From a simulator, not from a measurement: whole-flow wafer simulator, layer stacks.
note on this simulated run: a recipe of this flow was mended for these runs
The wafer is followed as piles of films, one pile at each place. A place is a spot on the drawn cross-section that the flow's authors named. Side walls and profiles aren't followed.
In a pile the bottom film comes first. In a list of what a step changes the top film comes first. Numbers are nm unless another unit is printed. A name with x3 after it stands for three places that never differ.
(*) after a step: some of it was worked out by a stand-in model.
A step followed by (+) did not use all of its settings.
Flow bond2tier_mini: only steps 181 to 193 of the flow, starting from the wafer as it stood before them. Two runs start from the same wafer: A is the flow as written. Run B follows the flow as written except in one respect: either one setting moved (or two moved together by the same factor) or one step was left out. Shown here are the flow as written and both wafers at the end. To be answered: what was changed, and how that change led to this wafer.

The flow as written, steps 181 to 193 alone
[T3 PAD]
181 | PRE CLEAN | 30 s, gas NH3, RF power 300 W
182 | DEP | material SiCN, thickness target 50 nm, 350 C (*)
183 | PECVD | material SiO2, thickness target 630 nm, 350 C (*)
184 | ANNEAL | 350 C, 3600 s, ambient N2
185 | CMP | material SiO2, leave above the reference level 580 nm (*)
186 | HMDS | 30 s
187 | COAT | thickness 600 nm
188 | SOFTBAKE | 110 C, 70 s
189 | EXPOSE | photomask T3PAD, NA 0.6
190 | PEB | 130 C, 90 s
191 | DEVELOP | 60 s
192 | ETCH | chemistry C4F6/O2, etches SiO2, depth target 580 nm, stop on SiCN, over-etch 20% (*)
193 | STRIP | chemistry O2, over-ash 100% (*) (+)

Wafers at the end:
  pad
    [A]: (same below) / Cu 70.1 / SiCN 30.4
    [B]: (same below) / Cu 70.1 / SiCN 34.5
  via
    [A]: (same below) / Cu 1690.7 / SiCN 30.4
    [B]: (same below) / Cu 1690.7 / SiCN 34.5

Cause: step 192, ETCH: over-etch 15.8% was run, whereas the flow has over-etch 20%.

Step by step, how the change led to this:
  192 | ETCH | chemistry C4F6/O2, etches SiO2, depth target 580 nm, stop on SiCN, over-etch 20% (*)
      pad, via: A SiO2 loses 580 (all of it), SiCN loses 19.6 | B SiO2 loses 580 (all of it), SiCN loses 15.5
      field: A thick-KrF-resist loses 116 | B thick-KrF-resist loses 111.9
